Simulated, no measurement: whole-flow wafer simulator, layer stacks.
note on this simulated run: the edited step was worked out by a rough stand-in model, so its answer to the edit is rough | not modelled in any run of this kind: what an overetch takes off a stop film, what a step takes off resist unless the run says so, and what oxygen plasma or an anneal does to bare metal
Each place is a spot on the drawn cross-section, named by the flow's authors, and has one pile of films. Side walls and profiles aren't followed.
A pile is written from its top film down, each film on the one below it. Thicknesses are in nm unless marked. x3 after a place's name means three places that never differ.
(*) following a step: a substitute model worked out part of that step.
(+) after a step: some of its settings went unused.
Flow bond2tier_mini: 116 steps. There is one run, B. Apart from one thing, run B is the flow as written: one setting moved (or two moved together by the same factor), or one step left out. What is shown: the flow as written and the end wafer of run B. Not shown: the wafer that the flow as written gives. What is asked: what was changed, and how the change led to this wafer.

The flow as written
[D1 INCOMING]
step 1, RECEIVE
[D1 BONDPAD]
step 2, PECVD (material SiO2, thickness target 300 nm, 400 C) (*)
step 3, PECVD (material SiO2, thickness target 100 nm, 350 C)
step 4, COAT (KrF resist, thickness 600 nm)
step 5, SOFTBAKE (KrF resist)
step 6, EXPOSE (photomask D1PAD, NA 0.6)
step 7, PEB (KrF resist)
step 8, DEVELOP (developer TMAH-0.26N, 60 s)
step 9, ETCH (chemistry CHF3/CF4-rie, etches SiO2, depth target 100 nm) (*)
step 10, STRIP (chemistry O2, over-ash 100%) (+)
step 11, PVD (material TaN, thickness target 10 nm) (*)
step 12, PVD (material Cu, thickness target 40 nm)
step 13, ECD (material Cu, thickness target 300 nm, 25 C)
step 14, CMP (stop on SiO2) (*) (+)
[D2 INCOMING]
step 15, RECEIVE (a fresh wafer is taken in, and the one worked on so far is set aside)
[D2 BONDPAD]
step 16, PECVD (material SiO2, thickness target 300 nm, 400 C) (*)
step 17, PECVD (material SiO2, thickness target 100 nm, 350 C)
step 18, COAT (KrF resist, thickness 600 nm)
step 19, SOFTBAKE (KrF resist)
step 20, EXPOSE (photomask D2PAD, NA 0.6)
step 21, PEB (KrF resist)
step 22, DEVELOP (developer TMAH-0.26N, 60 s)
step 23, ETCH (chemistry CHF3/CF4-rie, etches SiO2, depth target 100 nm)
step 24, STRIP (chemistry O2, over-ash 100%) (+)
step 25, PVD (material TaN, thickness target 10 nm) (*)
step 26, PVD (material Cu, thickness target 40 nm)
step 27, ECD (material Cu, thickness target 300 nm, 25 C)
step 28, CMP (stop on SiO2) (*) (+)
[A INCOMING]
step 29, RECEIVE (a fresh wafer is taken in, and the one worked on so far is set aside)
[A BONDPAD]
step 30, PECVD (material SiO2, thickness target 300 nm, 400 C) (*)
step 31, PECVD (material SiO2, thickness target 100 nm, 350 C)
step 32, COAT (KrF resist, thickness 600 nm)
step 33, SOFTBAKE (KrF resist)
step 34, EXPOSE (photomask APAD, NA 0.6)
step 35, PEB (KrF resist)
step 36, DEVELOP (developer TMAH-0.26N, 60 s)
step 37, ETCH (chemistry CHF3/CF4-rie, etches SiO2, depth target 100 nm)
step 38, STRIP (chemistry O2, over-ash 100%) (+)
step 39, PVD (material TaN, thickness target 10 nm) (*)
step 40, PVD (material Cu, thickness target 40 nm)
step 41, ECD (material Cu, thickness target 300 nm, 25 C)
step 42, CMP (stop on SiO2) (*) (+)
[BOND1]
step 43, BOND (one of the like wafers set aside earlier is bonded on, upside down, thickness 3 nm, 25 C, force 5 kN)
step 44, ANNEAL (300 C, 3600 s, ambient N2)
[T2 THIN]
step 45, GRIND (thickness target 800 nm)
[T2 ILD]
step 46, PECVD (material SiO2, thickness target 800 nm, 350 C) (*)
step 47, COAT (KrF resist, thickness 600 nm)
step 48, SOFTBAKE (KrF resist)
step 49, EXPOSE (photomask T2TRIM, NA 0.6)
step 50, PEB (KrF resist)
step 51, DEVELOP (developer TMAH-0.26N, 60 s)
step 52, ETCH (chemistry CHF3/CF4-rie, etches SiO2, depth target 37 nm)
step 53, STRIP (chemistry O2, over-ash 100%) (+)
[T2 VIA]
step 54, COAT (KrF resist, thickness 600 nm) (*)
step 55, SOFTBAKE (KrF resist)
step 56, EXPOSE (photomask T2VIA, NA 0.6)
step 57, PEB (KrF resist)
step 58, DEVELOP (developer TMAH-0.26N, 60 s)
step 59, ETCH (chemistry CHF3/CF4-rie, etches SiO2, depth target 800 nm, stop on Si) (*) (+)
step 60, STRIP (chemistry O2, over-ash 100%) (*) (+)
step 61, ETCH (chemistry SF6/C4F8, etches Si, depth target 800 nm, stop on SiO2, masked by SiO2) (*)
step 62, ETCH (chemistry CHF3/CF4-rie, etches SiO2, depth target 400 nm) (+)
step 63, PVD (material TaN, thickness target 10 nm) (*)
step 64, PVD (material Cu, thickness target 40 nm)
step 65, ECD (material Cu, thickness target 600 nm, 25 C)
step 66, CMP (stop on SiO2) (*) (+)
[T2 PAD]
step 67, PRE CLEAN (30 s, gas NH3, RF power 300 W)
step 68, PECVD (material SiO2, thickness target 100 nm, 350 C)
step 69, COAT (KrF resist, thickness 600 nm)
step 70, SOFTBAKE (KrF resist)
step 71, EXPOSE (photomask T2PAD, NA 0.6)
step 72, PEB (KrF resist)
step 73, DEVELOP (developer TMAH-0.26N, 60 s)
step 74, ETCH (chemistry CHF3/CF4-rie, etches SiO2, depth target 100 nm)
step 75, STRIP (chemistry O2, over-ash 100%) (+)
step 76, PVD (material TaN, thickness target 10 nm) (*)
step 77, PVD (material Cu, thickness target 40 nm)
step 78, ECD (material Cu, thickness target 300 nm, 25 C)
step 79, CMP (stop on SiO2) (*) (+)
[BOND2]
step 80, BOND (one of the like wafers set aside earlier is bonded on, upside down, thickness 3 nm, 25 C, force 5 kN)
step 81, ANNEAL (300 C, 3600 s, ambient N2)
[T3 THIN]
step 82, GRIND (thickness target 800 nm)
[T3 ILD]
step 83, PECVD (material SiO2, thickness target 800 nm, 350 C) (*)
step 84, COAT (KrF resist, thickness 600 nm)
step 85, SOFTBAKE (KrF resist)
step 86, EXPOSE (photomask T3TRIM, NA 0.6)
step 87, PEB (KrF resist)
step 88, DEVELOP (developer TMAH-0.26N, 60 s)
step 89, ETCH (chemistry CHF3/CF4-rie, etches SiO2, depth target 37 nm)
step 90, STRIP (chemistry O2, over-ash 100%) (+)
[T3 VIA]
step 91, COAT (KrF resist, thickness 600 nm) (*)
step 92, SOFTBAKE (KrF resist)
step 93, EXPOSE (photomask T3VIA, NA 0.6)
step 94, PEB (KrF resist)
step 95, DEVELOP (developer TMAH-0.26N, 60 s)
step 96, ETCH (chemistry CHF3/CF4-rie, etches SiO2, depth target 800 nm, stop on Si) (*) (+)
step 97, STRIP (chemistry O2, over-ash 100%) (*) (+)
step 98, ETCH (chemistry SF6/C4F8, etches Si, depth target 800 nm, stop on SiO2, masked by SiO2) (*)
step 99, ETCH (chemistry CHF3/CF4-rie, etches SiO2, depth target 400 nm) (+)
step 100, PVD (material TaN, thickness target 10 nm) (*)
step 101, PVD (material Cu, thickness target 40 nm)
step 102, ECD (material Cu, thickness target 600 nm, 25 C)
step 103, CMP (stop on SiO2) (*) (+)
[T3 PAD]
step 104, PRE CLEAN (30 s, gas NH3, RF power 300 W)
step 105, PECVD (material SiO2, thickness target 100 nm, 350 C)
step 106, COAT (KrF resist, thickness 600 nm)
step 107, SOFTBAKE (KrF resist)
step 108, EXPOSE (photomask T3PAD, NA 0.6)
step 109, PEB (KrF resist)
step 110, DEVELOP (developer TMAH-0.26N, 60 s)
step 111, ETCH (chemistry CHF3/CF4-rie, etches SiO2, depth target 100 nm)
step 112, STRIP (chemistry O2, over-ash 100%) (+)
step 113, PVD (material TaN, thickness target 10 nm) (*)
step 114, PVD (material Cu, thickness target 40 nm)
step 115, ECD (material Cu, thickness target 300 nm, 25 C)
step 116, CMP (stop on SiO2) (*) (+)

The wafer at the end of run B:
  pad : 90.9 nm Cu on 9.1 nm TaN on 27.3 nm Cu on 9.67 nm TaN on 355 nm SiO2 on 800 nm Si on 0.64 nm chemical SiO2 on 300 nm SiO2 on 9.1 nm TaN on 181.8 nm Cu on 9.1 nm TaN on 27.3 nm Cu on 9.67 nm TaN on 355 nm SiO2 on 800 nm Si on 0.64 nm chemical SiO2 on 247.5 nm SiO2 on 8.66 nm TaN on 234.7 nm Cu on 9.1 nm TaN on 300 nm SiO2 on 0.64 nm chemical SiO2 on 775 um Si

Cause: step 9, ETCH: depth target 152.5 nm was run, whereas the flow has depth target 100 nm.

Step by step, how the change led to this:
  step 9, ETCH (chemistry CHF3/CF4-rie, etches SiO2, depth target 100 nm) (*)
      pad, via: -152.5 SiO2 (in the flow as written it would be: -100 SiO2)
      field: -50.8 KrF resist (in the flow as written it would be: -33.3 KrF resist)
  step 10, STRIP (chemistry O2, over-ash 100%) (+)
      field: -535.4 KrF resist (all of it) (in the flow as written it would be: -552.9 KrF resist (all of it))
  step 12, PVD (material Cu, thickness target 40 nm)
      pad: +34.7 Cu (new film) (in the flow as written it would be: +36.4 Cu (new film))
  step 13, ECD (material Cu, thickness target 300 nm, 25 C)
      pad: +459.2 Cu (in the flow as written it would be: +404.5 Cu)
      via: +453 Cu (in the flow as written it would be: +400.2 Cu)
  step 43, BOND (one of the like wafers set aside earlier is bonded on, upside down, thickness 3 nm, 25 C, force 5 kN)
      pad: +775 um Si (new film), +0.64 chemical SiO2 (new film), +247.5 SiO2 (new film), +8.66 TaN (new film), +143.8 Cu (in the flow as written it would be: +775 um Si (new film), +0.64 chemical SiO2 (new film), +300 SiO2 (new film), +9.1 TaN (new film), +90.9 Cu)
      via: +775 um Si (new film), +0.64 chemical SiO2 (new film), +247.5 SiO2 (new film), +9.9 TaN (new film), +142.6 Cu (in the flow as written it would be: +775 um Si (new film), +0.64 chemical SiO2 (new film), +300 SiO2 (new film), +9.97 TaN (new film), +90 Cu)
